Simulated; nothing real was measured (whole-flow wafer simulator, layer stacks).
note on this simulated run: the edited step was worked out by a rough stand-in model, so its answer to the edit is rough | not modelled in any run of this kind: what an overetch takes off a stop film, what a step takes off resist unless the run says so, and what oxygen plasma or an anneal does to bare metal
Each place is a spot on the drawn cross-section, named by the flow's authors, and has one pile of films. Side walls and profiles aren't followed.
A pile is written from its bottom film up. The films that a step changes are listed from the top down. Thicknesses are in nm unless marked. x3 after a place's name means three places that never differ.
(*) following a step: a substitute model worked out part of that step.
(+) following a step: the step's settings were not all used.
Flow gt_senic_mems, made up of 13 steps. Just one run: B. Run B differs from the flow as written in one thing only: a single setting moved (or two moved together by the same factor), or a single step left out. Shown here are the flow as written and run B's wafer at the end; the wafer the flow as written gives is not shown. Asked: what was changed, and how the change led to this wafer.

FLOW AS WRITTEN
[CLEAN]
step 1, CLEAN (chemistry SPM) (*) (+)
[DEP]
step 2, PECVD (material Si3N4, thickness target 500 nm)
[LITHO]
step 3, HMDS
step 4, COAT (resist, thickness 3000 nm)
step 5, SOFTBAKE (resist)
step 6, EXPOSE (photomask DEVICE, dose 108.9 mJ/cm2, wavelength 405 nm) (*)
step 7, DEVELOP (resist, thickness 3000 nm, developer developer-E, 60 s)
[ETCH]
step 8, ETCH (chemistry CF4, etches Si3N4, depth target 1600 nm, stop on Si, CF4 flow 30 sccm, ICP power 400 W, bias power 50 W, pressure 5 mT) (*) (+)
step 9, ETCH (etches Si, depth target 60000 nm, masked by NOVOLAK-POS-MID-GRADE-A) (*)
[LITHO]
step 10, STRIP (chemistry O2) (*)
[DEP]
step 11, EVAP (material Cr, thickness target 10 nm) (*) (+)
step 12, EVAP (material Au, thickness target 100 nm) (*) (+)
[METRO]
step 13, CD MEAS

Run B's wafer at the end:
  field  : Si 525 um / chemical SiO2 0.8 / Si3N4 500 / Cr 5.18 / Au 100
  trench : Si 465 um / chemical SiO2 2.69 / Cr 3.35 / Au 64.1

The reason: step 11, EVAP: thickness target 5.18 nm was run, whereas the flow has thickness target 10 nm.
The wafer itself shows it: field has Cr 5.18, and step 11 as written asks for 10 nm.

Step by step, how the change led to this:
  step 11, EVAP (material Cr, thickness target 10 nm) (*) (+)
      field: +5.18 Cr (new film) (it would be, as written: +10 Cr (new film))
      trench: +3.35 Cr (new film) (it would be, as written: +6.45 Cr (new film))
